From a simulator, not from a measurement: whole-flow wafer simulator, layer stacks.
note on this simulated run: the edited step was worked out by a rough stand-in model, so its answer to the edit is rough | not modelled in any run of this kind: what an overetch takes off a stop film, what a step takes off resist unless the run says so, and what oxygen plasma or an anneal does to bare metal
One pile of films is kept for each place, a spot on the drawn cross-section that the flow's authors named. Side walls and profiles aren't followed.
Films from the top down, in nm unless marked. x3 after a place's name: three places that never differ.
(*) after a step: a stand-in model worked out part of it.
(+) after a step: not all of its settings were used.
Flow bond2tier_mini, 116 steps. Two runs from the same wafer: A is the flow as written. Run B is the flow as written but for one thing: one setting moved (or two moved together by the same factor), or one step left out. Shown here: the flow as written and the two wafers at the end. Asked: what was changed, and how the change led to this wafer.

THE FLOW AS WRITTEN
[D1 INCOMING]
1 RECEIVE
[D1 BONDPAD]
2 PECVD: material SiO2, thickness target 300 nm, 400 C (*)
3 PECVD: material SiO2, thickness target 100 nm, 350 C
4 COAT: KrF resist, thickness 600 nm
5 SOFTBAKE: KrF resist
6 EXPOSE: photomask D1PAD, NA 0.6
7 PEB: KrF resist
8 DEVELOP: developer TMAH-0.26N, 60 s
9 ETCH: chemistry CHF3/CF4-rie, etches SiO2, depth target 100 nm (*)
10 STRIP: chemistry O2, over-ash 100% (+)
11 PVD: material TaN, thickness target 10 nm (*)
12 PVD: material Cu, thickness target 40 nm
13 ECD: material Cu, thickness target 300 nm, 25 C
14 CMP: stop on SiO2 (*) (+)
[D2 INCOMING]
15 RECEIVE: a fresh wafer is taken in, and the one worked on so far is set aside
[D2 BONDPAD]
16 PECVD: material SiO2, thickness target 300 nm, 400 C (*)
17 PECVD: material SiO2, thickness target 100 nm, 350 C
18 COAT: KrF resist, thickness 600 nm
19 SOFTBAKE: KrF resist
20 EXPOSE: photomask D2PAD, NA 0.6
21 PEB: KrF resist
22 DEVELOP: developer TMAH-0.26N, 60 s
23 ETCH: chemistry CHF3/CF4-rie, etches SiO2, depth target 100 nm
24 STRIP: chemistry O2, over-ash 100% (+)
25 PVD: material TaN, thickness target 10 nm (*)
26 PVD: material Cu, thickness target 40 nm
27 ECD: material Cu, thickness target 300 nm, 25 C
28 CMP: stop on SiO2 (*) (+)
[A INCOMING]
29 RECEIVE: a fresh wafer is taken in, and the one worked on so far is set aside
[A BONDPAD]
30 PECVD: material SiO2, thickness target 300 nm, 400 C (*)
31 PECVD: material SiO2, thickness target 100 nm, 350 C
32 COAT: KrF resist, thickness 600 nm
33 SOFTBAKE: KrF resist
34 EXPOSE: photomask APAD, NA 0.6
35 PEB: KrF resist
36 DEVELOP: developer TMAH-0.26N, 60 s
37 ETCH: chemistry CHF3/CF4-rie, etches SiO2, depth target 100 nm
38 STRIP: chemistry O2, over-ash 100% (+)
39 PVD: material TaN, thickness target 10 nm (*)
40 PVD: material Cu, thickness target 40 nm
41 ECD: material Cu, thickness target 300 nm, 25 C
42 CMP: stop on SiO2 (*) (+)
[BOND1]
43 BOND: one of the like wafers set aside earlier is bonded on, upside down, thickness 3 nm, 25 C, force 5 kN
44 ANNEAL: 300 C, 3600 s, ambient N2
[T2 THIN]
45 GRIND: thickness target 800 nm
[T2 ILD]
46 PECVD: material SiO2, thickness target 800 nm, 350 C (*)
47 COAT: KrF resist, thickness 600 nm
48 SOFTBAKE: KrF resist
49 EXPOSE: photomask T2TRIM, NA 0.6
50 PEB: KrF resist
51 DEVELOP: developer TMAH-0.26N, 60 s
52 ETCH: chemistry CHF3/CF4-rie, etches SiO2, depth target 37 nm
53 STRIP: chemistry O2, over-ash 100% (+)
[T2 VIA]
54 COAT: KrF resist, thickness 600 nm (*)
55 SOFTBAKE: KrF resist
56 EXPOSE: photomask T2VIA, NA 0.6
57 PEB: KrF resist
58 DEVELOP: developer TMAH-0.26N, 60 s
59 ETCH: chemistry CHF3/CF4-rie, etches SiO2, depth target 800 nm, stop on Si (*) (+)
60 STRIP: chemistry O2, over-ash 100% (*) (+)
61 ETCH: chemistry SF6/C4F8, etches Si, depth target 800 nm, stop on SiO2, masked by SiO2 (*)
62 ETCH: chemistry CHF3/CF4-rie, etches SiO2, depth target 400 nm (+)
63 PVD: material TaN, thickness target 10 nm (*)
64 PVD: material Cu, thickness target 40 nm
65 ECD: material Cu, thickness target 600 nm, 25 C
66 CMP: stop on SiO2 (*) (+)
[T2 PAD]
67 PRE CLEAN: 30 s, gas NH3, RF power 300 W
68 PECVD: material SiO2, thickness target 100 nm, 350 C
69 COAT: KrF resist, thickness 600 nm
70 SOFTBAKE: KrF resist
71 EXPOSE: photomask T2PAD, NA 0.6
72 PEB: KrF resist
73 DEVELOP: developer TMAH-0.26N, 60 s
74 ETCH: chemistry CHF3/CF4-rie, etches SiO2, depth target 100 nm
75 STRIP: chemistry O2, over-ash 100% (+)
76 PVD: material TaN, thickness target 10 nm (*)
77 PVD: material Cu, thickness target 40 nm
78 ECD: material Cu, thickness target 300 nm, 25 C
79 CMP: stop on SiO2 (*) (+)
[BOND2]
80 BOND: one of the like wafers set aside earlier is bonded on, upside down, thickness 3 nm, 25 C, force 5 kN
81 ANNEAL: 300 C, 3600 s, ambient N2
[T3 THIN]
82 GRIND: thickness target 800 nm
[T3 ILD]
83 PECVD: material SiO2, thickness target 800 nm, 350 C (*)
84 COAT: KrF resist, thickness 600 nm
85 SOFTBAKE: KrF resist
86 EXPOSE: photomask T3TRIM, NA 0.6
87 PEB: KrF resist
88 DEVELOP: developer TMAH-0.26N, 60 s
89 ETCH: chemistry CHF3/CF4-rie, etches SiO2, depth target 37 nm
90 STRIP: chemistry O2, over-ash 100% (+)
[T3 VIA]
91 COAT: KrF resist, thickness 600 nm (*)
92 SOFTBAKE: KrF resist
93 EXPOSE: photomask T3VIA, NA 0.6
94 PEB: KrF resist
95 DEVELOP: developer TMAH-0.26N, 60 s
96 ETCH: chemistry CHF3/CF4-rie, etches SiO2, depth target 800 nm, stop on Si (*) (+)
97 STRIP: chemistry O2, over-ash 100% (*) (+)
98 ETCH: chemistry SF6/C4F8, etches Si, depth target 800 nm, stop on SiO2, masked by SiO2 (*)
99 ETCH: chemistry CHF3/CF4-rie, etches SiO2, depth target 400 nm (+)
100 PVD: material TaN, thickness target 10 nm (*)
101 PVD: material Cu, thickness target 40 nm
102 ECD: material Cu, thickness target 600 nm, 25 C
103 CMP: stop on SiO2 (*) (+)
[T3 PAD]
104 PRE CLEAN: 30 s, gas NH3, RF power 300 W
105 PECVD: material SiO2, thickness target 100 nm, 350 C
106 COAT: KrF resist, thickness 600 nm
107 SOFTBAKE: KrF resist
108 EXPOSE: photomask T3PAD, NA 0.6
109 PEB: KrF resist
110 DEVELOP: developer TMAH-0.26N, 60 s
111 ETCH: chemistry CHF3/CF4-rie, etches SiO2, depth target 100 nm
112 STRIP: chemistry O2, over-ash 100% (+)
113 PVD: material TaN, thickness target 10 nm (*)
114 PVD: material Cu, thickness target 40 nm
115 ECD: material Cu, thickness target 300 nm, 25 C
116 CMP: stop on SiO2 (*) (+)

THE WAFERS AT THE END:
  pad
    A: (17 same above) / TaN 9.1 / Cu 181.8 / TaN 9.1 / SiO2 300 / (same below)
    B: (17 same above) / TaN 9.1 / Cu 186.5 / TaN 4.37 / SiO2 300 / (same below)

The cause: step 39, PVD: thickness target 4.8 nm was run, where the flow has thickness target 10 nm.

How the change led to this, step by step:
  39 PVD: material TaN, thickness target 10 nm (*)
      field: A TaN +10 (new film) | B TaN +4.8 (new film)
      pad: A TaN +9.1 (new film) | B TaN +4.37 (new film)
      (and at 1 more place)
  42 CMP: stop on SiO2 (*) (+)
      field: A Cu -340 (all of it), TaN -10 (all of it) | B Cu -340 (all of it), TaN -4.8 (all of it)
